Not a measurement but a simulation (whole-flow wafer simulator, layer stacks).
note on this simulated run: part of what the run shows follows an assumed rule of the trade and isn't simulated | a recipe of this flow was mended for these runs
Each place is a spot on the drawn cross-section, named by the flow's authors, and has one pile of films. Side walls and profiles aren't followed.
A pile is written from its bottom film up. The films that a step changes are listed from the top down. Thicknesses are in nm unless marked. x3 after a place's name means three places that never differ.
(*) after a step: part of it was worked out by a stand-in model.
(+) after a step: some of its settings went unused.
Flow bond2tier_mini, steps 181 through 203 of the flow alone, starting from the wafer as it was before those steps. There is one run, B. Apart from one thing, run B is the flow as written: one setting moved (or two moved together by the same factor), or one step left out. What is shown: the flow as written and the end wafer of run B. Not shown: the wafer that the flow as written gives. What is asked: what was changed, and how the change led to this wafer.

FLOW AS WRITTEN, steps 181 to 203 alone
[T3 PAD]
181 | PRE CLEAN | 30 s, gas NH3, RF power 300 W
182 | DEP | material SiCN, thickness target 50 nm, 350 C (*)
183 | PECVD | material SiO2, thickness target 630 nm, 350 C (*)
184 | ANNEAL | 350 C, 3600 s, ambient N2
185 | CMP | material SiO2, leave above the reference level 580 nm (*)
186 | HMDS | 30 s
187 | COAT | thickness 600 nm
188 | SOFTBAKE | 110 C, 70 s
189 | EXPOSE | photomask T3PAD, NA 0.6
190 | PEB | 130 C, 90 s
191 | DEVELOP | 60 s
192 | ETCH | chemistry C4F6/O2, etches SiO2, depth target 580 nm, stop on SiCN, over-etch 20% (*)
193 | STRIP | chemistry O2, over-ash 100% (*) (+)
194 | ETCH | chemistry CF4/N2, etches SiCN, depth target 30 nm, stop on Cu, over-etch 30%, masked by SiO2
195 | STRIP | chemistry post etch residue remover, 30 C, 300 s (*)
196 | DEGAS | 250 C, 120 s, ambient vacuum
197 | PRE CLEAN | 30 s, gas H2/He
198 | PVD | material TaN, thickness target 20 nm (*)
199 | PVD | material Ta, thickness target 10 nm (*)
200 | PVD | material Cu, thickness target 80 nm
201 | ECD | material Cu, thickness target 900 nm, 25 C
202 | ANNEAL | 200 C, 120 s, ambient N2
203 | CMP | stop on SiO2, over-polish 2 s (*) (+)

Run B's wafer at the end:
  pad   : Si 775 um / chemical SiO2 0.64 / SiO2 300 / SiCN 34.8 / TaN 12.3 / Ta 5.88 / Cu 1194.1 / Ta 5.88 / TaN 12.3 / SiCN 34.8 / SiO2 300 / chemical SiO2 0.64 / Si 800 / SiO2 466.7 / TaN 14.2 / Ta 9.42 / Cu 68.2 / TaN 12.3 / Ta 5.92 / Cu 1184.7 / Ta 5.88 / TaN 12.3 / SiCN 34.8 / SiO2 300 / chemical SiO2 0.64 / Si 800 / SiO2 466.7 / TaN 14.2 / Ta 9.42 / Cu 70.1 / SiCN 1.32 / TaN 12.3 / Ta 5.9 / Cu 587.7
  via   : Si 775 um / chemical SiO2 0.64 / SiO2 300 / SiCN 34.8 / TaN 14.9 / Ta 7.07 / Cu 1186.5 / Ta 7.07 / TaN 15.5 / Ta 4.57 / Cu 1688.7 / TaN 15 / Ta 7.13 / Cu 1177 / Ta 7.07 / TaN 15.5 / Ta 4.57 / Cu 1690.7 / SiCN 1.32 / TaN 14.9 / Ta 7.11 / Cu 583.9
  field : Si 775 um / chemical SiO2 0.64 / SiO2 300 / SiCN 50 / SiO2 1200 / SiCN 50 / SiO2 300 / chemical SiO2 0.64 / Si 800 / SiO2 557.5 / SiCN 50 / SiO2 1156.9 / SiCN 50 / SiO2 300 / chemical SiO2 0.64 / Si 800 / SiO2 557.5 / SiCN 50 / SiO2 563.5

Cause: step 194, ETCH: depth target 22.4 nm was run, though the flow has depth target 30 nm.

How this came from the change, step by step:
  194 | ETCH | chemistry CF4/N2, etches SiCN, depth target 30 nm, stop on Cu, over-etch 30%, masked by SiO2
      pad, via: SiCN loses 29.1 (it would be, as written: SiCN loses 30.4 (all of it), Cu loses 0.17)
      field: SiO2 loses 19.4 (it would be, as written: SiO2 loses 26)
  195 | STRIP | chemistry post etch residue remover, 30 C, 300 s (*)
      pad, via: nothing (it would be, as written: Cu loses 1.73)
If metal films that touch count as one body, pad has 4 bodies (between them, from the top down: SiCN 1.32; SiO2 466.7 / Si 800 / chemical SiO2 0.64 / SiO2 300 / SiCN 34.8; SiO2 466.7 / Si 800 / chemical SiO2 0.64 / SiO2 300 / SiCN 34.8); the flow as written gives 3 bodies (between them, from the top down: SiO2 466.7 / Si 800 / chemical SiO2 0.64 / SiO2 300 / SiCN 34.8; SiO2 466.7 / Si 800 / chemical SiO2 0.64 / SiO2 300 / SiCN 34.8).
If metal films that touch count as one body, via has 2 bodies (between them, from the top down: SiCN 1.32); the flow as written gives 1 body.
